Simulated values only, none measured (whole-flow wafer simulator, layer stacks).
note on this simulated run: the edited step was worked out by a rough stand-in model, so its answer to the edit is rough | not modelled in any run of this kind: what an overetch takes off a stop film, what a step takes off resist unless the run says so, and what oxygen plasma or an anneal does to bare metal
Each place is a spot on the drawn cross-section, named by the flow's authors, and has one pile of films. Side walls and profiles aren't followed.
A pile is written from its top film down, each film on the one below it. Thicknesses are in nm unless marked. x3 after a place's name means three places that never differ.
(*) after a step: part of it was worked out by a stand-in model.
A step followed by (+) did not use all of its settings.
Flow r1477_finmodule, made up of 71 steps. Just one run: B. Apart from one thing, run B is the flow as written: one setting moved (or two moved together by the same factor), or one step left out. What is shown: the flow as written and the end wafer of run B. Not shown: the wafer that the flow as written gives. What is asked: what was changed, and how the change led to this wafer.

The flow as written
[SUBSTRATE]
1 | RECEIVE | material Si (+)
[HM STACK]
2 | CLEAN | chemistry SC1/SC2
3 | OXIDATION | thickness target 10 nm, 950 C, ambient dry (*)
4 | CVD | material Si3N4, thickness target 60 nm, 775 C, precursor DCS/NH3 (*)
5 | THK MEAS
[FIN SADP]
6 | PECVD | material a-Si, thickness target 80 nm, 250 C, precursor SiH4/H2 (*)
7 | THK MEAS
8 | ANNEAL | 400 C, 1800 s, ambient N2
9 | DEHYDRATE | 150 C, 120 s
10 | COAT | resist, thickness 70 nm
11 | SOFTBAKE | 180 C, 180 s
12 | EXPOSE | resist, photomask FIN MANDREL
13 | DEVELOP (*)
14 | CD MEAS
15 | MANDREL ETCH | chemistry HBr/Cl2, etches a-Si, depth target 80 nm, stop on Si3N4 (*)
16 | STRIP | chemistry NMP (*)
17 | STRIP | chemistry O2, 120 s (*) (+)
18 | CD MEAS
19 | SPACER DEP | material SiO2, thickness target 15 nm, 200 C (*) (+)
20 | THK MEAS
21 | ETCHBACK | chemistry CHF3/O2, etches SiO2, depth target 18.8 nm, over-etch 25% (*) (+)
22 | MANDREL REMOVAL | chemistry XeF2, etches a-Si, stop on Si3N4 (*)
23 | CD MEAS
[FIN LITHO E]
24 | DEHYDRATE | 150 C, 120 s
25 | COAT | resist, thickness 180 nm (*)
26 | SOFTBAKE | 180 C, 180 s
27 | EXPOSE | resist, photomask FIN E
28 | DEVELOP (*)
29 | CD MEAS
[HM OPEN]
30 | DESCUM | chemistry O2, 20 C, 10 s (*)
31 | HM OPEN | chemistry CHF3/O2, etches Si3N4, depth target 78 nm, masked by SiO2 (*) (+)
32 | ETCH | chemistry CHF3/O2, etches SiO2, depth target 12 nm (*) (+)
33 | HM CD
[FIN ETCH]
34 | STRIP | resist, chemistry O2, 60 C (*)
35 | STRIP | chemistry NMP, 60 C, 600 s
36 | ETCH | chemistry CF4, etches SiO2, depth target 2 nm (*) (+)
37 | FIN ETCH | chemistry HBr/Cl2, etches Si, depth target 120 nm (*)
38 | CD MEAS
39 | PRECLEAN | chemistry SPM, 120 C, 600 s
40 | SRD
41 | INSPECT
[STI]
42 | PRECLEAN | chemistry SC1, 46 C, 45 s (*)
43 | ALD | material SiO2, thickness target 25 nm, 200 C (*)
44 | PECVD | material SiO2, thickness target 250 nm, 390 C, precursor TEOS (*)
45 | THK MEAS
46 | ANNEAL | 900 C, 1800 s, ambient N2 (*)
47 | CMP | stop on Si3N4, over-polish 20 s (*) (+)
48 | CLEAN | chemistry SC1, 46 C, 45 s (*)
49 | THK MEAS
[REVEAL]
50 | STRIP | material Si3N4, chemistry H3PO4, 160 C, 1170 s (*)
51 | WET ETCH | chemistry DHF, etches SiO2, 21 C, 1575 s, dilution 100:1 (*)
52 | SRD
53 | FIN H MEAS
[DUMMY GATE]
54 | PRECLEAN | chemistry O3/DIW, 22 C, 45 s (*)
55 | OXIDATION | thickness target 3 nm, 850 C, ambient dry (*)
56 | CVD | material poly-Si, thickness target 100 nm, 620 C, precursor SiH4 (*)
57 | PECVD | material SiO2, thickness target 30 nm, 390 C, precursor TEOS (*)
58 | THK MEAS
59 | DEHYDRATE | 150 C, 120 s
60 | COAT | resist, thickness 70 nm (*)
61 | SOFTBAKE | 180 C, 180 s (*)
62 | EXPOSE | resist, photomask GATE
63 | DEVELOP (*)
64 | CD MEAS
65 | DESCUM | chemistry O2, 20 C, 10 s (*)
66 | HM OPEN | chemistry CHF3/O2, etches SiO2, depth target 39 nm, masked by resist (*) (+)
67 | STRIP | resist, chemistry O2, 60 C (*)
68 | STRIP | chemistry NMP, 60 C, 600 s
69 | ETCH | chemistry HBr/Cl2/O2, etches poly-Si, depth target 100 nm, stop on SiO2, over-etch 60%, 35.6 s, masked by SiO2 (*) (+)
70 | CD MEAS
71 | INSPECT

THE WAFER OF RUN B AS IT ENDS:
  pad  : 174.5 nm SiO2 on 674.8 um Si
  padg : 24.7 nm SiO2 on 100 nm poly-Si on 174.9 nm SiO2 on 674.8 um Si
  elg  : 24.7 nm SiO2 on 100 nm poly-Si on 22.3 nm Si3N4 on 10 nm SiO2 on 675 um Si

What caused this: step 37, FIN ETCH: depth target 192 nm was run, while the flow as written has depth target 120 nm.

The path from the change to this, step by step:
  37 | FIN ETCH | chemistry HBr/Cl2, etches Si, depth target 120 nm (*)
      pad, padg, esg and 19 more: Si loses 192 (in the flow as written it would be: Si loses 120)
      elg, e40lg, e100lg, e200lg, elo, e40lo, e100lo, e200lo: Si3N4 loses 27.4 (in the flow as written it would be: Si3N4 loses 17.1)
      (also at 6 further places)
  43 | ALD | material SiO2, thickness target 25 nm, 200 C (*)
      s40cg, s45cg, s50cg, s40co, s45co, s50co: SiO2 gains 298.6 (new film) (in the flow as written it would be: SiO2 gains 232.1 (new film))
      esg: SiO2 gains 256 (new film) (in the flow as written it would be: SiO2 gains 194.3 (new film))
  47 | CMP | stop on Si3N4, over-polish 20 s (*) (+)
      pad, padg, e40sg and 11 more: nothing (in the flow as written it would be: SiO2 loses 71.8)
      elg, esg, e40lg and 6 more: SiO2 loses 231.3 (in the flow as written it would be: SiO2 loses 241.6)
      (also at 1 further place)
  51 | WET ETCH | chemistry DHF, etches SiO2, 21 C, 1575 s, dilution 100:1 (*)
      elg, e40lg, e100lg, e200lg, elo, e40lo, e100lo, e200lo: SiO2 loses 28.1 (all of it), Si3N4 loses 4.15 (in the flow as written it would be: SiO2 loses 17.8 (all of it), Si3N4 loses 4.97)
  56 | CVD | material poly-Si, thickness target 100 nm, 620 C, precursor SiH4 (*)
      esg: poly-Si gains 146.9 (new film) (in the flow as written it would be: poly-Si gains 156 (new film))
  60 | COAT | resist, thickness 70 nm (*)
      e40sg, e40so: resist gains 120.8 (new film) (in the flow as written it would be: resist gains 129.5 (new film))
      e100sg, e100so: resist gains 120.7 (new film) (in the flow as written it would be: resist gains 129.4 (new film))
      (also at 3 further places)
  63 | DEVELOP (*)
      eso: resist loses 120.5 (all of it) (in the flow as written it would be: resist loses 129.5 (all of it))
      e40so: resist loses 120.8 (all of it) (in the flow as written it would be: resist loses 129.5 (all of it))
      (also at 2 further places)
  67 | STRIP | resist, chemistry O2, 60 C (*)
      e40sg: resist loses 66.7 (all of it) (in the flow as written it would be: resist loses 75.4 (all of it))
      e100sg: resist loses 66.6 (all of it) (in the flow as written it would be: resist loses 75.3 (all of it))
      (also at 1 further place)
